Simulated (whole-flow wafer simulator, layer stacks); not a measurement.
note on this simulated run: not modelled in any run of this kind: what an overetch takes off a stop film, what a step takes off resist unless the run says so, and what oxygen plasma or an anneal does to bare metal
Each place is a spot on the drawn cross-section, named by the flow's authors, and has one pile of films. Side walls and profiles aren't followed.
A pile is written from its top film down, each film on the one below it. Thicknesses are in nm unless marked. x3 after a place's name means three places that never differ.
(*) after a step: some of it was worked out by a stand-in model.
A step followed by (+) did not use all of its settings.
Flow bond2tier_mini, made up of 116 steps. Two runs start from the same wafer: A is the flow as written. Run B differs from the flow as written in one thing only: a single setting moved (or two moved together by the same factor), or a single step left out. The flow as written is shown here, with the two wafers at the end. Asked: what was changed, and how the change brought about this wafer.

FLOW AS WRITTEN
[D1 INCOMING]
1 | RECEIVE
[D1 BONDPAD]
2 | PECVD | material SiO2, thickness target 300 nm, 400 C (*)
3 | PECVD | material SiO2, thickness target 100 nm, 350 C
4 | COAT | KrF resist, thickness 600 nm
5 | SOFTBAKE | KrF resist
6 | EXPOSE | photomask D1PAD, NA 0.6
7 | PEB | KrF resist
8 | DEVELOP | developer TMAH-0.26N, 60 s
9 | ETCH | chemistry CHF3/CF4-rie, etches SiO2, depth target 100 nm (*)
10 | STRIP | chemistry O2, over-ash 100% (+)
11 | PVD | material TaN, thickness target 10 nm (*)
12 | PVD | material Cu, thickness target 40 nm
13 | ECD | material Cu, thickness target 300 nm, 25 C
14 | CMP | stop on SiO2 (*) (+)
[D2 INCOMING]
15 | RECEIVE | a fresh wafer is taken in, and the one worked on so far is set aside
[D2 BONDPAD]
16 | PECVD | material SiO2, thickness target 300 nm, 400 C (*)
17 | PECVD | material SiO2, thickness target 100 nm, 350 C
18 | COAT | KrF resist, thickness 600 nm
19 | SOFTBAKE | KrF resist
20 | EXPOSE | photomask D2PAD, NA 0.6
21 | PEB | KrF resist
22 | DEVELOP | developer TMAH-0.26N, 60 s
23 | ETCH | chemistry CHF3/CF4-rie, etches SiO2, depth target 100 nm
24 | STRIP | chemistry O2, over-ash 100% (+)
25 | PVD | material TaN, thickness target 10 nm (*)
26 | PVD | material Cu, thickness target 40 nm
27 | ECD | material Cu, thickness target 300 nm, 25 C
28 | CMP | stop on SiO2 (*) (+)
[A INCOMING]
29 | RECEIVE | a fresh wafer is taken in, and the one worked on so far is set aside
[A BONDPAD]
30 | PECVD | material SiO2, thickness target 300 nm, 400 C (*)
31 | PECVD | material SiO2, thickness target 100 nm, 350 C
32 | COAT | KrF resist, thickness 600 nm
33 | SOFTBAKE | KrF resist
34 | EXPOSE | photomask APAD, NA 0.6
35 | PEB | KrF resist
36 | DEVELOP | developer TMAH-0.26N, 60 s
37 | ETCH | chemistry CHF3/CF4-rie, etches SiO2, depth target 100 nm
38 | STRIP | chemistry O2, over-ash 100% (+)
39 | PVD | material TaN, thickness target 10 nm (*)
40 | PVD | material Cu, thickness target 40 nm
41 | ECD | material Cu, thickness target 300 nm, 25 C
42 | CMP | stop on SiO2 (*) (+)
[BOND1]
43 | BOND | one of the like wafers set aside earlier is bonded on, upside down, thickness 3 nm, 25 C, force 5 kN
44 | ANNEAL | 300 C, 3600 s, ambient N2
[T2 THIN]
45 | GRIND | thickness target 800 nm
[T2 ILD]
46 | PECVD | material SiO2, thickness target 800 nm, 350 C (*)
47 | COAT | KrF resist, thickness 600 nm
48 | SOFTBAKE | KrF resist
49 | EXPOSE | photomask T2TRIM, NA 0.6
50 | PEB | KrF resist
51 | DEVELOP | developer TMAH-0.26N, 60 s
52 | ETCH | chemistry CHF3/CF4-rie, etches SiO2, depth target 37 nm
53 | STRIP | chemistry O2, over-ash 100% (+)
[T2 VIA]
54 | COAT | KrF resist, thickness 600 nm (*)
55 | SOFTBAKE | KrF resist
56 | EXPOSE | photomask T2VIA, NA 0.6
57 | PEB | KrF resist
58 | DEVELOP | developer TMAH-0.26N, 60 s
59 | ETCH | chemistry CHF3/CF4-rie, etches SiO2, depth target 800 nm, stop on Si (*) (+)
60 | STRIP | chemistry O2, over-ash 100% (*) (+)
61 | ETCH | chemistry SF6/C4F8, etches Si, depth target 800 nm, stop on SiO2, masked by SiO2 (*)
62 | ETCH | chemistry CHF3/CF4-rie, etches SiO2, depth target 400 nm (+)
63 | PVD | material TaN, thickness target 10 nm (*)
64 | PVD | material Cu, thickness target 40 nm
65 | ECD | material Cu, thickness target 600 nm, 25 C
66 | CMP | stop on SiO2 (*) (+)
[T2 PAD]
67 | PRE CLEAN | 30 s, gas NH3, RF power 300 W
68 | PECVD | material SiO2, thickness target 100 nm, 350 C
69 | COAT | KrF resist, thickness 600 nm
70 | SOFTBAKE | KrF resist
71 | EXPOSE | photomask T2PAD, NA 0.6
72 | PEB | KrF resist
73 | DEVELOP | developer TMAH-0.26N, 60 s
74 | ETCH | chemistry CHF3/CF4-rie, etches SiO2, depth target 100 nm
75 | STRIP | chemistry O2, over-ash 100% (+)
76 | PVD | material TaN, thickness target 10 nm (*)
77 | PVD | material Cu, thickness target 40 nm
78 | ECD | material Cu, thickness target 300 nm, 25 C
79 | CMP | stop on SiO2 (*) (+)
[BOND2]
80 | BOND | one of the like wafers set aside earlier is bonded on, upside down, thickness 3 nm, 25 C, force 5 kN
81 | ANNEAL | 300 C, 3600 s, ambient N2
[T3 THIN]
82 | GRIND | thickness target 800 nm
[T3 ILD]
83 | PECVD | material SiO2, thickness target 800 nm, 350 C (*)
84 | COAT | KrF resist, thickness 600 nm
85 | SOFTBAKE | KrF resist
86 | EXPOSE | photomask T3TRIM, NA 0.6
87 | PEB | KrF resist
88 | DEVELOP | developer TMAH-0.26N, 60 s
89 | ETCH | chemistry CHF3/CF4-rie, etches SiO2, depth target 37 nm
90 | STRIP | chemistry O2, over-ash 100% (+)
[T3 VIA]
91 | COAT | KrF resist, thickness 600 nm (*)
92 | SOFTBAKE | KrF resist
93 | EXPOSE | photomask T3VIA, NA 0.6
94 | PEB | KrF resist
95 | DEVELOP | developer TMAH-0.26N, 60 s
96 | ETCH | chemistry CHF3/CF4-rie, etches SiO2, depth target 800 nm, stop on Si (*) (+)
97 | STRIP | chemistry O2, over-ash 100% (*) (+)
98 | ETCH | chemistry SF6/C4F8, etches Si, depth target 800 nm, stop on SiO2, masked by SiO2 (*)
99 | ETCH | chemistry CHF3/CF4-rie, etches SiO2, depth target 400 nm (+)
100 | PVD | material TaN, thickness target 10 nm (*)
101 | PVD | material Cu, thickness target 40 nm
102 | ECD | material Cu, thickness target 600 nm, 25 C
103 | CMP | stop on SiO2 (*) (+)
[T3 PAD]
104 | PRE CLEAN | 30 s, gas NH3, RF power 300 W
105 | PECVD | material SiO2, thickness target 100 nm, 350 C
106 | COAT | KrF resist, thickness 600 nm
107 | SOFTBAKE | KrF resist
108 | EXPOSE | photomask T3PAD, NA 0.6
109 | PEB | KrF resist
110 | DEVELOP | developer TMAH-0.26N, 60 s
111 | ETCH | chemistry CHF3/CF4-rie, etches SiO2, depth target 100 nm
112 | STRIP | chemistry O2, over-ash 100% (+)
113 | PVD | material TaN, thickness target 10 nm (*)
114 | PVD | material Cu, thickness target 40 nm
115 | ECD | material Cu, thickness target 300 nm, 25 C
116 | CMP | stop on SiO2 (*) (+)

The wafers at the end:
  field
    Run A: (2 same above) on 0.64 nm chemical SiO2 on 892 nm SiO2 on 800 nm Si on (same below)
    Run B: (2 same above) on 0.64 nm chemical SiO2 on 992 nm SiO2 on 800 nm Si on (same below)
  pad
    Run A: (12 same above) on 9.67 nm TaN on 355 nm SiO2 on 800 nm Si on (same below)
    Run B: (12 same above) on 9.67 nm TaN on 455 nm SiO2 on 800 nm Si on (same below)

The reason: step 62, ETCH: depth target 300 nm was run, whereas the flow has depth target 400 nm.

Step by step, how the change led to this:
  62 | ETCH | chemistry CHF3/CF4-rie, etches SiO2, depth target 400 nm (+)
      field, pad: A -400 SiO2 | B -300 SiO2
